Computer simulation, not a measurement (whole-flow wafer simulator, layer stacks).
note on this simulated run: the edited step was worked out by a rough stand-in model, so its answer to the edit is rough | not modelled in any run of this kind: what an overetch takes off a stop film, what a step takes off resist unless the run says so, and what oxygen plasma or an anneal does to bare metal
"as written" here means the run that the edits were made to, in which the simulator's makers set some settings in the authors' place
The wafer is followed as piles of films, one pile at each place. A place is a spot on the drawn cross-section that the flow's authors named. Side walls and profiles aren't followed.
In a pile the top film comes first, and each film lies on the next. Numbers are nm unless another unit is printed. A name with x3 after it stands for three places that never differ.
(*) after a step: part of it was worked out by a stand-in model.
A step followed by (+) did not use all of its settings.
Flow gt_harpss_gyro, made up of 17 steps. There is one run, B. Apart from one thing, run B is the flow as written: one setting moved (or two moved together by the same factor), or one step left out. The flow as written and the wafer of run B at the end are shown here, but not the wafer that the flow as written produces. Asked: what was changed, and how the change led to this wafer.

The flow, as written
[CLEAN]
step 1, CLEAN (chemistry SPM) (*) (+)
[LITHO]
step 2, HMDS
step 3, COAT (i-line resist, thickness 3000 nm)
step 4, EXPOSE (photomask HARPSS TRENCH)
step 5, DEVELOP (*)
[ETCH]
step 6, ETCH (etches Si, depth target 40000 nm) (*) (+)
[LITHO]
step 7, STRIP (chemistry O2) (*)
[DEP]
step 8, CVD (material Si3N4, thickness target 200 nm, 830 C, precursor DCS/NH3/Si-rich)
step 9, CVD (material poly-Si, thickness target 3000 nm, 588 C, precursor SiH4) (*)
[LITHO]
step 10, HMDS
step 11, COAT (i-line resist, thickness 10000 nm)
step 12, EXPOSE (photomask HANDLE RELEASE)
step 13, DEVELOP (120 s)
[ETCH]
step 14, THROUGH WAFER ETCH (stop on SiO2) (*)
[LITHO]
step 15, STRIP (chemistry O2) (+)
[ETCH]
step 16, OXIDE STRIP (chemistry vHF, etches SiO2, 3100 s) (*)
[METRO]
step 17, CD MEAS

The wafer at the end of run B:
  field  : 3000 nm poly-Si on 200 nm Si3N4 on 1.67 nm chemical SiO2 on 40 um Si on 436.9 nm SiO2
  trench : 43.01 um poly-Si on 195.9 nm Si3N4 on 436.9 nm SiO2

What caused this: step 16, OXIDE STRIP: 2015 s was run, while the flow as written has 3100 s.

How this came from the change, step by step:
  step 16, OXIDE STRIP (chemistry vHF, etches SiO2, 3100 s) (*)
      field: under 4 films: -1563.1 SiO2 (it would be, as written: under 4 films: -2000 SiO2 (all of it))
      trench: under 2 films: -1563.1 SiO2 (it would be, as written: under 2 films: -2000 SiO2 (all of it))
